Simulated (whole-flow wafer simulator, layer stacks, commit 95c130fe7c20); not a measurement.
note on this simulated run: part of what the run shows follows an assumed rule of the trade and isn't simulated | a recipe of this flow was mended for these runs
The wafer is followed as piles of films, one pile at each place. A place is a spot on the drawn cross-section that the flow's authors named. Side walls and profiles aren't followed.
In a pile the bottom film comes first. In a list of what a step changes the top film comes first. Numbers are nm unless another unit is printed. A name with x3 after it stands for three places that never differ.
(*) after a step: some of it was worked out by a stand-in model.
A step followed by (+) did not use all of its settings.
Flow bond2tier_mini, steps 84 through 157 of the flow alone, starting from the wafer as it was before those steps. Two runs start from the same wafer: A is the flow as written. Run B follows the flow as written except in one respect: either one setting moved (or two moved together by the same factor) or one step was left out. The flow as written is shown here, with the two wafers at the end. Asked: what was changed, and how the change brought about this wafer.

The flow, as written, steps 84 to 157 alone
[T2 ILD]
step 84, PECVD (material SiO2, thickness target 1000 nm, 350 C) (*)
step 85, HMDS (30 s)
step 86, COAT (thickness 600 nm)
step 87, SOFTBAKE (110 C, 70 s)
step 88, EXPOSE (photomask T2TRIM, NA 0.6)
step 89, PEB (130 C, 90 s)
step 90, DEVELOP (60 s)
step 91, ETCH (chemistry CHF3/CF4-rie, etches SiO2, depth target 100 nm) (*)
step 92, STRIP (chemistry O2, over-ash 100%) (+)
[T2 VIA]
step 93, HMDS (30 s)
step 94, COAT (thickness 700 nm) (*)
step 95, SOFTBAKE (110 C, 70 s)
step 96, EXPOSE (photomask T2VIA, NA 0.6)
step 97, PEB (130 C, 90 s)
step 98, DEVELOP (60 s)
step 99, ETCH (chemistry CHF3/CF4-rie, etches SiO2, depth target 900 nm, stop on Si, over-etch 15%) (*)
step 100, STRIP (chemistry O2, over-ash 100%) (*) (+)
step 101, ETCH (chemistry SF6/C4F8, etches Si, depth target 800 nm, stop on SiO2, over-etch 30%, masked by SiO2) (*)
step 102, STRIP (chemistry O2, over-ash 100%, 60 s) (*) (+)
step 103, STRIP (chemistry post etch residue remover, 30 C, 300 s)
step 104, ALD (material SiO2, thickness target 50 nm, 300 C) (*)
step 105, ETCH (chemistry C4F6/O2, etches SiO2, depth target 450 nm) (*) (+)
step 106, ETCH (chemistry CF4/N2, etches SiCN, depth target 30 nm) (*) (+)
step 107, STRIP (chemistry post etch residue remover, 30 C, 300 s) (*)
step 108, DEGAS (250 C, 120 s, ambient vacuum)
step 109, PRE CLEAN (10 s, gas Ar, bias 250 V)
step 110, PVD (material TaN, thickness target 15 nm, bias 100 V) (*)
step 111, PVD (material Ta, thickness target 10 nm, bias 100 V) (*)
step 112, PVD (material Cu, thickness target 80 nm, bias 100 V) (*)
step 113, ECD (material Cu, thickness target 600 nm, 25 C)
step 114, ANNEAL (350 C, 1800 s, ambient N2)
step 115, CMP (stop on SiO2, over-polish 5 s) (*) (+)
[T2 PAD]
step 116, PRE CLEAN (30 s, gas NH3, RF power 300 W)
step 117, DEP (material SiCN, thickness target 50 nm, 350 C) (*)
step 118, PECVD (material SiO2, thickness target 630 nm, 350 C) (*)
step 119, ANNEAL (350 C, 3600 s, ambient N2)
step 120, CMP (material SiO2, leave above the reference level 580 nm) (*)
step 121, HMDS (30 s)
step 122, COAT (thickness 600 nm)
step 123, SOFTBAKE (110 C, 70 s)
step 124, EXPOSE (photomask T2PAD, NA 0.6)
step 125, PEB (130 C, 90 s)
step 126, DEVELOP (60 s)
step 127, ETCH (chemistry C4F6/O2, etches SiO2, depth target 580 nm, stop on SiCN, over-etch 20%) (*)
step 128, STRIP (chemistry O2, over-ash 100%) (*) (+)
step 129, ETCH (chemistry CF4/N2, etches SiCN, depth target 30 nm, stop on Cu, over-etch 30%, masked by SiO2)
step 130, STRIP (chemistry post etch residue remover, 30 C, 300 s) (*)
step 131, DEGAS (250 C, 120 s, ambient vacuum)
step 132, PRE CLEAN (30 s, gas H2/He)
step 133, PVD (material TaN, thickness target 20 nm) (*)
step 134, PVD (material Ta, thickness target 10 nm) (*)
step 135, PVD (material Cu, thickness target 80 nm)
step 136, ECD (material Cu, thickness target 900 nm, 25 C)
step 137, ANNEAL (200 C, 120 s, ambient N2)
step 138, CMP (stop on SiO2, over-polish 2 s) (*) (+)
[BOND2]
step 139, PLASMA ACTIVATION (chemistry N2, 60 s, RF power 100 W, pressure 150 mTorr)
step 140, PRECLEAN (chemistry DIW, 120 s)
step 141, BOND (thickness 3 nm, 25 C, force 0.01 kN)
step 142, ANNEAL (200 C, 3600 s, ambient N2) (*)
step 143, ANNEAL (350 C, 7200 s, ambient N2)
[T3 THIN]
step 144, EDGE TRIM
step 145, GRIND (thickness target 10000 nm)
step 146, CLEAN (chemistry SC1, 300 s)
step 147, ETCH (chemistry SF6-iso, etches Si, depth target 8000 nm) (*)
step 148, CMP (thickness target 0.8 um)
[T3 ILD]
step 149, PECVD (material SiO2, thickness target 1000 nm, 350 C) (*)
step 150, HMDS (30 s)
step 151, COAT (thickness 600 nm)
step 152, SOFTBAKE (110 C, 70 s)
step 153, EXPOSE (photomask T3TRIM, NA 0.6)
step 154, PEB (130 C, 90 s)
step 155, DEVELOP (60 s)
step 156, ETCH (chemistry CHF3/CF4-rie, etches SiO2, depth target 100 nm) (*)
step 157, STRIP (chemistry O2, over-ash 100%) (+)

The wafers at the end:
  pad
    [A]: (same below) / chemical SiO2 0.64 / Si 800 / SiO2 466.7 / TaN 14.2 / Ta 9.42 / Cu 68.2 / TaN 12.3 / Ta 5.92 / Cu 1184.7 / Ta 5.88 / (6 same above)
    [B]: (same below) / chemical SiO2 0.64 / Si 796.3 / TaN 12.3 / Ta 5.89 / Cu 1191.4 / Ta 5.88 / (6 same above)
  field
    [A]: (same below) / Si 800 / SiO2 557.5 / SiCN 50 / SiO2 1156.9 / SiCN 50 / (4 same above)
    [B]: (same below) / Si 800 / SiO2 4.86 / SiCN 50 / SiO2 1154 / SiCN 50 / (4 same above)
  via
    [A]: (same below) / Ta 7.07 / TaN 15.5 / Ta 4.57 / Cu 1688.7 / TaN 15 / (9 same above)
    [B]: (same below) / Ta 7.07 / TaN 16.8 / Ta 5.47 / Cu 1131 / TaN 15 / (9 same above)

What caused this: step 84, PECVD: thickness target 437.5 nm was run, though the flow has thickness target 1000 nm.

How this came from the change, step by step:
  step 84, PECVD (material SiO2, thickness target 1000 nm, 350 C) (*)
      field, pad, via: A +1000 SiO2 (new film) | B +437.5 SiO2 (new film)
  step 99, ETCH (chemistry CHF3/CF4-rie, etches SiO2, depth target 900 nm, stop on Si, over-etch 15%) (*)
      field, pad: A -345 thick-KrF-resist | B -129.4 thick-KrF-resist
      via: A -900 SiO2 (all of it), -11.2 Si | B -337.5 SiO2 (all of it), -58.1 Si
  step 100, STRIP (chemistry O2, over-ash 100%) (*) (+)
      field: A -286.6 thick-KrF-resist (all of it) | B -502.2 thick-KrF-resist (all of it)
      pad: A -372.9 thick-KrF-resist (all of it) | B -588.6 thick-KrF-resist (all of it)
  step 101, ETCH (chemistry SF6/C4F8, etches Si, depth target 800 nm, stop on SiO2, over-etch 30%, masked by SiO2) (*)
      field, pad: A -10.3 SiO2 | B -9.64 SiO2
      via: A -788.8 Si (all of it), -0.64 chemical SiO2 (all of it), -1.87 SiO2 | B -741.9 Si (all of it), -0.64 chemical SiO2 (all of it), -2.34 SiO2
  step 105, ETCH (chemistry C4F6/O2, etches SiO2, depth target 450 nm) (*) (+)
      pad: A -450 SiO2 | B -377.9 SiO2 (all of it), -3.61 Si
  step 106, ETCH (chemistry CF4/N2, etches SiCN, depth target 30 nm) (*) (+)
      pad: A -20 SiO2 | B nothing
  step 109, PRE CLEAN (10 s, gas Ar, bias 250 V)
      pad: A -3 SiO2 | B nothing
  step 110, PVD (material TaN, thickness target 15 nm, bias 100 V) (*)
      pad: A +14.2 TaN (new film) | B +15 TaN (new film)
      via: A +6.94 TaN | B +8.27 TaN
  step 111, PVD (material Ta, thickness target 10 nm, bias 100 V) (*)
      pad: A +9.42 Ta (new film) | B +10 Ta (new film)
      via: A +4.57 Ta (new film) | B +5.47 Ta (new film)
  step 112, PVD (material Cu, thickness target 80 nm, bias 100 V) (*)
      pad: A +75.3 Cu (new film) | B +80 Cu (new film)
      via: A +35 Cu (new film) | B +42.6 Cu (new film)
  step 113, ECD (material Cu, thickness target 600 nm, 25 C)
      pad: A +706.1 Cu | B +608.5 Cu
      via: A +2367 Cu | B +1795.3 Cu
  step 115, CMP (stop on SiO2, over-polish 5 s) (*) (+)
      field: A -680 Cu (all of it), -10 Ta (all of it), -15 TaN (all of it), -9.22 SiO2 | B -680 Cu (all of it), -10 Ta (all of it), -15 TaN (all of it)
      pad: A -711.3 Cu | B -688.5 Cu (all of it), -10 Ta (all of it), -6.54 TaN
  step 120, CMP (material SiO2, leave above the reference level 580 nm) (*)
      field: A -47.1 SiO2 | B -50 SiO2
  step 129, ETCH (chemistry CF4/N2, etches SiCN, depth target 30 nm, stop on Cu, over-etch 30%, masked by SiO2)
      pad: A -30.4 SiCN (all of it), -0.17 Cu | B -30.4 SiCN (all of it), -8.46 TaN (all of it), -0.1 Si
  step 130, STRIP (chemistry post etch residue remover, 30 C, 300 s) (*)
      pad: A -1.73 Cu | B nothing
